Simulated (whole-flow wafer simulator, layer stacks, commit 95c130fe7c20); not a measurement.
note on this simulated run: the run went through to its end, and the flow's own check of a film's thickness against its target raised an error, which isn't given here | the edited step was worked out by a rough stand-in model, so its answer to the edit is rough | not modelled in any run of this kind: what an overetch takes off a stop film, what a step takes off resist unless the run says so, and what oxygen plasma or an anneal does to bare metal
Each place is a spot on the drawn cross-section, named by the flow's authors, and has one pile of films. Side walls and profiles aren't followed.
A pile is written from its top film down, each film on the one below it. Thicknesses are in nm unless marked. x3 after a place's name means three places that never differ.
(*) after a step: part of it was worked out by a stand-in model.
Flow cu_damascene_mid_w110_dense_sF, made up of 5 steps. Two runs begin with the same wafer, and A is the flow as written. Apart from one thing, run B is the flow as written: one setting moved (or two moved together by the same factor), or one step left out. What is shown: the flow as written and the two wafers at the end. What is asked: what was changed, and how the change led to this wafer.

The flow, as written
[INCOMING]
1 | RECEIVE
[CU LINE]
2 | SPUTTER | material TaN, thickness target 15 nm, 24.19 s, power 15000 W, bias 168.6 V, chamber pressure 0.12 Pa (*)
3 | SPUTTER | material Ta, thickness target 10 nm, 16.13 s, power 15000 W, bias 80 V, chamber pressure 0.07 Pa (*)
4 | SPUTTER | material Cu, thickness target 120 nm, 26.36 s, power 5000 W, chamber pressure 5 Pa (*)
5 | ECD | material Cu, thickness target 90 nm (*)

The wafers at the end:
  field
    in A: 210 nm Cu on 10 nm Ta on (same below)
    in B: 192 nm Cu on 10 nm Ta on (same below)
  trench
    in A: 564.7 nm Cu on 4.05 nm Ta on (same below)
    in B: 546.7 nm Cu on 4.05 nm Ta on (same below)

What caused this: step 5, ECD: thickness target 72 nm was run, though the flow has thickness target 90 nm.

The path from the change to this, step by step:
  5 | ECD | material Cu, thickness target 90 nm (*)
      field: A Cu gains 90 | B Cu gains 72
      trench: A Cu gains 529 | B Cu gains 511
